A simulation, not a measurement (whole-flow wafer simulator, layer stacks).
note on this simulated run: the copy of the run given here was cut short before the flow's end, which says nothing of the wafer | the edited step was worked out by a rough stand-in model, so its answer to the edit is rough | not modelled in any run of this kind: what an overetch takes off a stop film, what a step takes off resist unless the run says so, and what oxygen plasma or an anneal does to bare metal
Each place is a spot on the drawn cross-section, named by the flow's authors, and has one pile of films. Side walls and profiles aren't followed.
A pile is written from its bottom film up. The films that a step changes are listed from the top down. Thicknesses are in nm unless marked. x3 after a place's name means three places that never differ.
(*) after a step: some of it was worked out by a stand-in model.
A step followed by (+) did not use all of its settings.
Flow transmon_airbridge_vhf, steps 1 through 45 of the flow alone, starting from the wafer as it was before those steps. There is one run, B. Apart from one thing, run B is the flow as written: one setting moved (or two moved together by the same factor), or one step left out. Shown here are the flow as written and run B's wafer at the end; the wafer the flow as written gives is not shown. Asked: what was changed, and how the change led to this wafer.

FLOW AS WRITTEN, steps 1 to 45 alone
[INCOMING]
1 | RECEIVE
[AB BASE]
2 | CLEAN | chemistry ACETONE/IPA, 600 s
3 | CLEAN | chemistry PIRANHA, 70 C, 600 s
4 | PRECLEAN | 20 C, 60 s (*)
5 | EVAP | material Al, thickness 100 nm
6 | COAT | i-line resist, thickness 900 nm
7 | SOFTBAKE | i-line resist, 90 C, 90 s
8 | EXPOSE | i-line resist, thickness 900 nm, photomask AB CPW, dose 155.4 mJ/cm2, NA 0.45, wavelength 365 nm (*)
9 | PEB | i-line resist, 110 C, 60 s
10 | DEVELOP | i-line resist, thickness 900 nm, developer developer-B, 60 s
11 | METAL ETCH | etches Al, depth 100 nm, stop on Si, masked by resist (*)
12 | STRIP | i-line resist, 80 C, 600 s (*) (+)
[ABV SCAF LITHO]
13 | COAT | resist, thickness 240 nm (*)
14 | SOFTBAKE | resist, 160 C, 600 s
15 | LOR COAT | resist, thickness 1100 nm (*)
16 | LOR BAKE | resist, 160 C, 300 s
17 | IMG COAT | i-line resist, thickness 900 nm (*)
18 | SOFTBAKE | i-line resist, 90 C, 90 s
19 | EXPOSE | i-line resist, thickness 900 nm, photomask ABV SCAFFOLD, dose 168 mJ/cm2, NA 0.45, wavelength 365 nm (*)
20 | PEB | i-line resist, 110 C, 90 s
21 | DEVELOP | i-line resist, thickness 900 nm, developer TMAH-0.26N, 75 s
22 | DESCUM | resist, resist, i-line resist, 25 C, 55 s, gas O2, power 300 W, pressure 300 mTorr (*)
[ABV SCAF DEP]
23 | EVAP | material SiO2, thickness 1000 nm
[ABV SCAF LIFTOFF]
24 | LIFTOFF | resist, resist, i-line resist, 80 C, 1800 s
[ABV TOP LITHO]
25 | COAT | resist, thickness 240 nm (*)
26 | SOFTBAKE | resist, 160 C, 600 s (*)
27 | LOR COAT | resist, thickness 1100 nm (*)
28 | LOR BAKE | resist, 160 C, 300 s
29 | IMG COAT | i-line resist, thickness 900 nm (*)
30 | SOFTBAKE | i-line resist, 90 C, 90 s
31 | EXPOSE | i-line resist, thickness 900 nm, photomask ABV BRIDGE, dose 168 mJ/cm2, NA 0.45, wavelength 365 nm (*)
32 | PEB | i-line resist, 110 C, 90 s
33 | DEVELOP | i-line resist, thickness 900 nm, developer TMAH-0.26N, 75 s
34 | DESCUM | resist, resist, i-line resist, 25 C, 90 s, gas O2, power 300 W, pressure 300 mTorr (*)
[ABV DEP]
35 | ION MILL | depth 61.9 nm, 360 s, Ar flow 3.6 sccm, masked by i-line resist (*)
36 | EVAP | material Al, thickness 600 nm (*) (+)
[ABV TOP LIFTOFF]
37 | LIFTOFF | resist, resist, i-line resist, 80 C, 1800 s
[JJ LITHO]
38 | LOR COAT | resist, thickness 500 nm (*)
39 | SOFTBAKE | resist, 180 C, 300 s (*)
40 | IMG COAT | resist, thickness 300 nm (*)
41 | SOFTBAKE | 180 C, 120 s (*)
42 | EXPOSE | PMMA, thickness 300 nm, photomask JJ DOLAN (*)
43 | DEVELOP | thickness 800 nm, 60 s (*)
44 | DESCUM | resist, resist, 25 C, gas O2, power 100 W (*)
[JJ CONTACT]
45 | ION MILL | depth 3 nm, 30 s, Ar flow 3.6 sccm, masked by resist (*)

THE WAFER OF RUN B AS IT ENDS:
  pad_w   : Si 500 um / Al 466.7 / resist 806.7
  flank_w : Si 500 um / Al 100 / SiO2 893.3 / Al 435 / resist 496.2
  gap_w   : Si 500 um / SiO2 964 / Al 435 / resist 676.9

The reason: step 36, EVAP: thickness 435 nm was run, whereas the flow has thickness 600 nm.
One can read it off the wafer: flank_w has Al 435, and step 36 as written asks for 600 nm.

How this came from the change, step by step:
  36 | EVAP | material Al, thickness 600 nm (*) (+)
      field x3, jj_line, ground_far and 10 more: Al gains 435 (new film) (as written it would have been: Al gains 600 (new film))
      pad_w, pad_e: Al gains 428.6 (as written it would have been: Al gains 591.2)
  37 | LIFTOFF | resist, resist, i-line resist, 80 C, 1800 s
      field x3, jj_line, trace_open_s x2: Al loses 435 (all of it), i-line resist loses 600 (all of it), resist loses 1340 (all of it) (as written it would have been: Al loses 600 (all of it), i-line resist loses 600 (all of it), resist loses 1340 (all of it))
      margin_s, margin_n: Al loses 435 (all of it), i-line resist loses 318.3 (all of it), resist loses 992 (all of it) (as written it would have been: Al loses 600 (all of it), i-line resist loses 318.3 (all of it), resist loses 992 (all of it))
      (also at 1 further place)
  38 | LOR COAT | resist, thickness 500 nm (*)
      pad_w, pad_e: resist gains 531 (new film) (as written it would have been: resist gains 517 (new film))
      margin_s, margin_n: resist gains 431 (new film) (as written it would have been: resist gains 445.3 (new film))
      (also at 1 further place)
  40 | IMG COAT | resist, thickness 300 nm (*)
      pad_w, pad_e: resist gains 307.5 (as written it would have been: resist gains 300.1)
      flank_w, flank_e: resist gains 217.5 (as written it would have been: resist gains 212.1)
      (also at 4 further places)
